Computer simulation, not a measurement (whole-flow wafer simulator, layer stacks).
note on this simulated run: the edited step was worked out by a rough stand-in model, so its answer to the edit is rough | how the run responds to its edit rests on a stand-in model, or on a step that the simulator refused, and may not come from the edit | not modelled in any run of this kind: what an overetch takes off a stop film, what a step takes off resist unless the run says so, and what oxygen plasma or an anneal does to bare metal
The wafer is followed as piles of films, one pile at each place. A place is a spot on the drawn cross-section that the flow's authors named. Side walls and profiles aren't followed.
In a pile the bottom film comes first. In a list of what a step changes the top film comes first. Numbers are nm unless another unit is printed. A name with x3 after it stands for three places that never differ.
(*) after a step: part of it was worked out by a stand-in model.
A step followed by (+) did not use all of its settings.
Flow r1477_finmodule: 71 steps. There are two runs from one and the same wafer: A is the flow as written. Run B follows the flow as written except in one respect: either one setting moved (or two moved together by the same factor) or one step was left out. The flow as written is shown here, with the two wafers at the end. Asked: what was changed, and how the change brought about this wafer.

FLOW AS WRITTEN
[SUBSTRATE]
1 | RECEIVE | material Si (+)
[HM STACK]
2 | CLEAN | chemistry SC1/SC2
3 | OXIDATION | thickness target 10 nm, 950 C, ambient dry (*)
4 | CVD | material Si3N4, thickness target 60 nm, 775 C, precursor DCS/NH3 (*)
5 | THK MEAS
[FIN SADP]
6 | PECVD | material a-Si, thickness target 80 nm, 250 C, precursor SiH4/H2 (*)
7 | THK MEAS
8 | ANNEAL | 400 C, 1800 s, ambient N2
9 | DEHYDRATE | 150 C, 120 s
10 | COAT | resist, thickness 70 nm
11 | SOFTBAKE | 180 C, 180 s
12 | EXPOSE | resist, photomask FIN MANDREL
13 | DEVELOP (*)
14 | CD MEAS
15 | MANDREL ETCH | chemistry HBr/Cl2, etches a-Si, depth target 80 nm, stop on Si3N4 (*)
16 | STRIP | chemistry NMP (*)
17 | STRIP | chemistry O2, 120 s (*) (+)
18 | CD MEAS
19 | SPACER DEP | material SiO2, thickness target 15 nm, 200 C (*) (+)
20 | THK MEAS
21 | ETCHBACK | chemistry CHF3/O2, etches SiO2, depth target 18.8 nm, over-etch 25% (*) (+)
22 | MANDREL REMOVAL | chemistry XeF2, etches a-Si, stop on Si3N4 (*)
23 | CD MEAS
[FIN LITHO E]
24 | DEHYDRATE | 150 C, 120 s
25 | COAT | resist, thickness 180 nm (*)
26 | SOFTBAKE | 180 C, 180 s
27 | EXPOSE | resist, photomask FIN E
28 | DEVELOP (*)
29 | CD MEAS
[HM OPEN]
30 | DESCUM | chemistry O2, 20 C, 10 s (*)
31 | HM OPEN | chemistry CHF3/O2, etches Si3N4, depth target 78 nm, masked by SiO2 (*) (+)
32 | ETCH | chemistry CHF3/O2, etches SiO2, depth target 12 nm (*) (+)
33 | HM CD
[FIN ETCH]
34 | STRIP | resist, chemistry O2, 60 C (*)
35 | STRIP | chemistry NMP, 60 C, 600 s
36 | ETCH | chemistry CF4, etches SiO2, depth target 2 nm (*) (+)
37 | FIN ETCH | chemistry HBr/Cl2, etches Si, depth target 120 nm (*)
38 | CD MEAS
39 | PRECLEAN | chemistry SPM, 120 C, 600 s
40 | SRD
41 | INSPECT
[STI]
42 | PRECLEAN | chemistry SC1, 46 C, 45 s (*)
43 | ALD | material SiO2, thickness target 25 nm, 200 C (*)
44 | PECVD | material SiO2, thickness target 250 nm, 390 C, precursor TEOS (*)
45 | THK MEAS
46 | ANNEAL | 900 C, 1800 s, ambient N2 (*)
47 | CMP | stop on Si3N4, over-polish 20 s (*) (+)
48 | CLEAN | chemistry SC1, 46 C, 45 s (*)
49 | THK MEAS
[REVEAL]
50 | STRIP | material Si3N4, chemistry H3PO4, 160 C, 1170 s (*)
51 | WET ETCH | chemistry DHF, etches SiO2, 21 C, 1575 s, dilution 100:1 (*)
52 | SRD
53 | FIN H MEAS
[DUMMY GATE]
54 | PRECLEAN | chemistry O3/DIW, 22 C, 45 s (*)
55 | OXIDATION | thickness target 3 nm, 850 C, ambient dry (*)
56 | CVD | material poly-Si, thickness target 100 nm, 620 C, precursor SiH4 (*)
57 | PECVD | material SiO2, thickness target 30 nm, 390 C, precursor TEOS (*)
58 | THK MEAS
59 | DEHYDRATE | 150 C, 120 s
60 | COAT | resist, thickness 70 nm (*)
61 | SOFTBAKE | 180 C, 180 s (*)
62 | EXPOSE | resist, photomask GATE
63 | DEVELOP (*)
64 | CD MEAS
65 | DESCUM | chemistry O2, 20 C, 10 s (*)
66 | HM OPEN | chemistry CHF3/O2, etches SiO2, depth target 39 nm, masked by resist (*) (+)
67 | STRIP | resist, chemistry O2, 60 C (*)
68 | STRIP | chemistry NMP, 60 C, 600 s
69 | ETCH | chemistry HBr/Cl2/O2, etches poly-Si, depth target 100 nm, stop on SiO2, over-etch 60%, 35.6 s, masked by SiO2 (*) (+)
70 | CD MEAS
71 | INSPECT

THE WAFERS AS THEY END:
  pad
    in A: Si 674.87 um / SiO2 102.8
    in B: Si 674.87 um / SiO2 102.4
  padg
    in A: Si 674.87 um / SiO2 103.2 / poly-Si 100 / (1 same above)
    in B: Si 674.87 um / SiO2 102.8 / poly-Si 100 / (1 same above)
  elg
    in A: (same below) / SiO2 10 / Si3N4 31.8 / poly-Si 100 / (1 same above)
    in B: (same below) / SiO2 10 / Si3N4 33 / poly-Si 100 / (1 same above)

The reason: step 36, ETCH: depth target 0.946 nm was run, though the flow has depth target 2 nm.

How this came from the change, step by step:
  36 | ETCH | chemistry CF4, etches SiO2, depth target 2 nm (*) (+)
      pad, padg, esg and 19 more: A chemical SiO2 loses 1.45 (all of it), Si loses 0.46 | B chemical SiO2 loses 0.95
      elg, e40lg, e100lg, e200lg, elo, e40lo, e100lo, e200lo: A Si3N4 loses 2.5 | B Si3N4 loses 1.18
      (also at 6 further places)
  51 | WET ETCH | chemistry DHF, etches SiO2, 21 C, 1575 s, dilution 100:1 (*)
      elg, e40lg, e100lg, e200lg, elo, e40lo, e100lo, e200lo: A SiO2 loses 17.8 (all of it), Si3N4 loses 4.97 | B SiO2 loses 16.5 (all of it), Si3N4 loses 5.08
